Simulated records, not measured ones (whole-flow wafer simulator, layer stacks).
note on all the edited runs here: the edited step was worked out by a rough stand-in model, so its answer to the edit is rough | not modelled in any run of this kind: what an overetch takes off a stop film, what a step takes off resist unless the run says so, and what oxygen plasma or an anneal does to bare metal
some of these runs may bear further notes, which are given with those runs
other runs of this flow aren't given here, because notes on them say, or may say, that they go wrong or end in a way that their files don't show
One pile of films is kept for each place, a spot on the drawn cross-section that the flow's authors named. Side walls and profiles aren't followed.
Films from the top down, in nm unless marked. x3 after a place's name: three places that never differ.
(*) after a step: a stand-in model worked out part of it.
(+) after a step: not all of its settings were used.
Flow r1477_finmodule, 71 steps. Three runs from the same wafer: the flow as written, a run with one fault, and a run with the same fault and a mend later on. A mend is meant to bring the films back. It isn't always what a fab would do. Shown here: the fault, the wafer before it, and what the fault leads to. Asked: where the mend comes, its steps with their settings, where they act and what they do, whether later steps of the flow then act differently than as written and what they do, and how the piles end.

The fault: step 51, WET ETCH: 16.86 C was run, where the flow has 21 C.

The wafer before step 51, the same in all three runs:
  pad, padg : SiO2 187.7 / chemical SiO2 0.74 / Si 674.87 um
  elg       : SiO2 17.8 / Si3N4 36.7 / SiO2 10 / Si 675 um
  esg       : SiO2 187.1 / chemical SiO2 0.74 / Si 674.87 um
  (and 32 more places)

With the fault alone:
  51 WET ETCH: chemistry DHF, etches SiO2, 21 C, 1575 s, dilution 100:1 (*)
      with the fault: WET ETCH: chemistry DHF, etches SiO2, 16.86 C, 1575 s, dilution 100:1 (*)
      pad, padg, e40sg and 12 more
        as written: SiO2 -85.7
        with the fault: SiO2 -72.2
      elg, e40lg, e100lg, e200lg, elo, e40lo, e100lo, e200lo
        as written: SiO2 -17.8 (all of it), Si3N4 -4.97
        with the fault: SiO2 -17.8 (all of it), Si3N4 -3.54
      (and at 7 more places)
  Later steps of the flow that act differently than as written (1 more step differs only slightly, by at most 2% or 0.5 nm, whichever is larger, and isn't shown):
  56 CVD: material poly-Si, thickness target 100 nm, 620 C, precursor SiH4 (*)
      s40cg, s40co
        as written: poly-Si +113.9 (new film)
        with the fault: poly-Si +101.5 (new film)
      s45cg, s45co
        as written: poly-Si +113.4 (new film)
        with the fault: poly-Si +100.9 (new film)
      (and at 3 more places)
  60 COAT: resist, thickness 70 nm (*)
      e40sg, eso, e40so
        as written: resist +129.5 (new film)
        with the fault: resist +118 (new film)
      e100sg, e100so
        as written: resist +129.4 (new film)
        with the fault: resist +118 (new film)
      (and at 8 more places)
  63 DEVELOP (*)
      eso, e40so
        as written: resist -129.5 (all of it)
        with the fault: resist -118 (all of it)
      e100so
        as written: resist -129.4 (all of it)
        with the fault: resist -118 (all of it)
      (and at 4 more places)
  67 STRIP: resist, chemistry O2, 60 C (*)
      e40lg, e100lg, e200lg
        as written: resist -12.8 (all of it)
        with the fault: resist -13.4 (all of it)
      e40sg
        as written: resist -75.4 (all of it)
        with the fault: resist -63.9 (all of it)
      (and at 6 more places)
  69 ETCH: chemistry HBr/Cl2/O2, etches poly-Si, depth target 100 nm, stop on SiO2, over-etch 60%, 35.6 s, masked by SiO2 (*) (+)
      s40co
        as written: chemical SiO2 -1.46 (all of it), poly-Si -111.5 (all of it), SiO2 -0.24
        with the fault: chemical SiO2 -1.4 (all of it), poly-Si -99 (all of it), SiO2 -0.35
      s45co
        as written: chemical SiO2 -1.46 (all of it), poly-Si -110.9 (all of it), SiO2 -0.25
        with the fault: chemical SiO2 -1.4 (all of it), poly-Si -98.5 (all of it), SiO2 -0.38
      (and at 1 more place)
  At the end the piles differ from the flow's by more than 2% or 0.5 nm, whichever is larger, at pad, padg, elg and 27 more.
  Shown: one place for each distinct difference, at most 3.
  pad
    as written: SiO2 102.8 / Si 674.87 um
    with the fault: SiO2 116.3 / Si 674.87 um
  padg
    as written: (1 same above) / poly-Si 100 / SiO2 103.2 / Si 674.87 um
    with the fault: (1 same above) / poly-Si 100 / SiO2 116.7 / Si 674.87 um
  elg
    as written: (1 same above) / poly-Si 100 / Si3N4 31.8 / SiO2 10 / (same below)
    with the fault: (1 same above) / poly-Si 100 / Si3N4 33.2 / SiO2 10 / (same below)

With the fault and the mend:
  The mend comes after step 51.
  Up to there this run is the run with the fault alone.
  51a WET ETCH: chemistry DHF, etches SiO2, 21 C, 244 s, dilution 100:1 (*) (the flow's step 51 once more, with other settings)
      pad, padg, e40sg and 12 more
        SiO2 -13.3
      elg, e40lg, e100lg, e200lg, elo, e40lo, e100lo, e200lo
        Si3N4 -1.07
      esg, s40cg, s45cg, s50cg, s40co, s45co, s50co
        SiO2 -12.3
  No later step of the flow acts differently than as written, at any place that is followed, by more than 2% or 0.5 nm, whichever is larger.
  At the end the piles differ from the flow's only slightly at the places that both follow, by at most 2% or 0.5 nm, whichever is larger.
